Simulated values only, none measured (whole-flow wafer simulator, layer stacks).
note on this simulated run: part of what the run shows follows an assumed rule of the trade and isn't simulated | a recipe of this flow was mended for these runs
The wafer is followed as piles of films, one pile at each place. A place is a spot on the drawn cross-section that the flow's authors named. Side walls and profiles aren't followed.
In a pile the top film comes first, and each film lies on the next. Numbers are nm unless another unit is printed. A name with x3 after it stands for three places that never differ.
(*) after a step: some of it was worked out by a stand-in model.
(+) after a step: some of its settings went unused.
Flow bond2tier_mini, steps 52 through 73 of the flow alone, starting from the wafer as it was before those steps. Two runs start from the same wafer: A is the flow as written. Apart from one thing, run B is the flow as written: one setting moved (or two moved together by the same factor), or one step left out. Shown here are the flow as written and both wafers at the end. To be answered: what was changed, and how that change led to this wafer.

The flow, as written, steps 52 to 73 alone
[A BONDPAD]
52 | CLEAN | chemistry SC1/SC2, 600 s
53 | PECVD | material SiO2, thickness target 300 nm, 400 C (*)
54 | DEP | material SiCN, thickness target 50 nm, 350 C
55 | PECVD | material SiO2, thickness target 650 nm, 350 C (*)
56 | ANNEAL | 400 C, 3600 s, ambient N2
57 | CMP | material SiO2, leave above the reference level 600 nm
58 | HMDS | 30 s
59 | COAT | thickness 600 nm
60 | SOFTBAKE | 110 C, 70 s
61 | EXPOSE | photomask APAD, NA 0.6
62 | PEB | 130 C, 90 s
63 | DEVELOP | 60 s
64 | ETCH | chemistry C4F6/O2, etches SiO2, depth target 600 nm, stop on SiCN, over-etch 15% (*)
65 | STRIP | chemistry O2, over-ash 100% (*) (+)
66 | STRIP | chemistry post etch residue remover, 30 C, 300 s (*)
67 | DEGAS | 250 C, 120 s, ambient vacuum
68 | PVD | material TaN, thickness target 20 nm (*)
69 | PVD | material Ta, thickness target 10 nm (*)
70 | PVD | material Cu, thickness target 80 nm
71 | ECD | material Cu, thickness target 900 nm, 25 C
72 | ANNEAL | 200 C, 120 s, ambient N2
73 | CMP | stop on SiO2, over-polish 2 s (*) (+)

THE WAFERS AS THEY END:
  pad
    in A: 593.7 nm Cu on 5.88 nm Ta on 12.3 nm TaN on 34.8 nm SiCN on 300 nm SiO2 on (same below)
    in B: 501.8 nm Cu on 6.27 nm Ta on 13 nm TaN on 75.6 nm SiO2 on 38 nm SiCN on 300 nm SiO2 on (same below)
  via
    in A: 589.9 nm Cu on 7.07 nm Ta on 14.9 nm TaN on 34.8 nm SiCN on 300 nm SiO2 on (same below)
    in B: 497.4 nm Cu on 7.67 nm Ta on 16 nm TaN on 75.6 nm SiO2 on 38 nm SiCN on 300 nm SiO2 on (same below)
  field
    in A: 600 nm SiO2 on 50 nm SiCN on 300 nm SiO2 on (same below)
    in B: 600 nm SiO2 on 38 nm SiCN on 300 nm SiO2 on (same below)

The reason: step 54, DEP: thickness target 38 nm was run, while the flow as written has thickness target 50 nm; step 64, ETCH: depth target 456 nm was run, where the flow has depth target 600 nm.
One can read it off the wafer: field has SiCN 38, and step 54 as written asks for 50 nm.

How this came from the change, step by step:
  54 | DEP | material SiCN, thickness target 50 nm, 350 C
      field, pad, via: A SiCN gains 50 (new film) | B SiCN gains 38 (new film)
  64 | ETCH | chemistry C4F6/O2, etches SiO2, depth target 600 nm, stop on SiCN, over-etch 15% (*)
      pad, via: A SiO2 loses 600 (all of it), SiCN loses 15.2 | B SiO2 loses 524.4
      field: A thick-KrF-resist loses 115 | B thick-KrF-resist loses 87.4
  65 | STRIP | chemistry O2, over-ash 100% (*) (+)
      field: A thick-KrF-resist loses 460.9 (all of it) | B thick-KrF-resist loses 488.5 (all of it)
  68 | PVD | material TaN, thickness target 20 nm (*)
      pad: A TaN gains 12.3 (new film) | B TaN gains 13 (new film)
      via: A TaN gains 14.9 (new film) | B TaN gains 16 (new film)
  69 | PVD | material Ta, thickness target 10 nm (*)
      via: A Ta gains 7.07 (new film) | B Ta gains 7.67 (new film)
  70 | PVD | material Cu, thickness target 80 nm
      pad: A Cu gains 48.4 (new film) | B Cu gains 51.4 (new film)
      via: A Cu gains 59 (new film) | B Cu gains 63.5 (new film)
  71 | ECD | material Cu, thickness target 900 nm, 25 C
      pad: A Cu gains 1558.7 | B Cu gains 1463.7
      via: A Cu gains 1544.3 | B Cu gains 1447.3
